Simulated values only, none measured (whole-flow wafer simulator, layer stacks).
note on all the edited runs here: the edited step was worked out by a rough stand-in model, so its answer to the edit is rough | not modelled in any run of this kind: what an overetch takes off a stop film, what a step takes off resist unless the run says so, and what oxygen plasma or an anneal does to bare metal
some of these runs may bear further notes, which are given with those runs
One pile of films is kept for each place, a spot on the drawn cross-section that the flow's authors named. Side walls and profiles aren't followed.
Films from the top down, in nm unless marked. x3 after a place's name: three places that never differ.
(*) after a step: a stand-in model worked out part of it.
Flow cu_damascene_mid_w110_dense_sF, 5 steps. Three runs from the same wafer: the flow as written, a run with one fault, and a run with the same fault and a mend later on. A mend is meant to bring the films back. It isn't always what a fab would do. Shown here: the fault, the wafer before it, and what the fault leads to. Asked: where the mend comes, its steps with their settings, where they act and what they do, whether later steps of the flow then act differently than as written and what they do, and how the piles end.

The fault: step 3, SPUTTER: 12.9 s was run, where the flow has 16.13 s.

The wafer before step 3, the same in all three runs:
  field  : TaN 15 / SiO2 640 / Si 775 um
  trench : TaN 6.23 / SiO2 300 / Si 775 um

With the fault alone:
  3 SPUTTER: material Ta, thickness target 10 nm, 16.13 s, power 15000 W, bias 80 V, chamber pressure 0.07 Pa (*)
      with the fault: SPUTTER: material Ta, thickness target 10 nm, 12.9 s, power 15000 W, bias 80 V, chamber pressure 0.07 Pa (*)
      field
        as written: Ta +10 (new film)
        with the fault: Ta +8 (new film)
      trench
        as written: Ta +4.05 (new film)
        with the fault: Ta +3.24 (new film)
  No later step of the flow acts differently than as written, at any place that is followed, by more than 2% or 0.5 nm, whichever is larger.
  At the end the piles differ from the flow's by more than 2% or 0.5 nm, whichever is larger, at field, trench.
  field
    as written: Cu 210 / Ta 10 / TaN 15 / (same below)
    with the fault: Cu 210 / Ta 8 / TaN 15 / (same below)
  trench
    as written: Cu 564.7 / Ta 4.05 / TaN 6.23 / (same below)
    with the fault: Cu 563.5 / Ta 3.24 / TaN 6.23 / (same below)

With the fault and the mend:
  The mend comes after step 3.
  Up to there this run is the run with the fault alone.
  3a SPUTTER: material Ta, thickness target 10 nm, 3.23 s, power 15000 W, bias 80 V, chamber pressure 0.07 Pa (*) (the flow's step 3 once more, with other settings)
      field
        Ta +2
      trench
        Ta +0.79
  No later step of the flow acts differently than as written, at any place that is followed, by more than 2% or 0.5 nm, whichever is larger.
  At the end the piles differ from the flow's only slightly at the places that both follow, by at most 2% or 0.5 nm, whichever is larger.
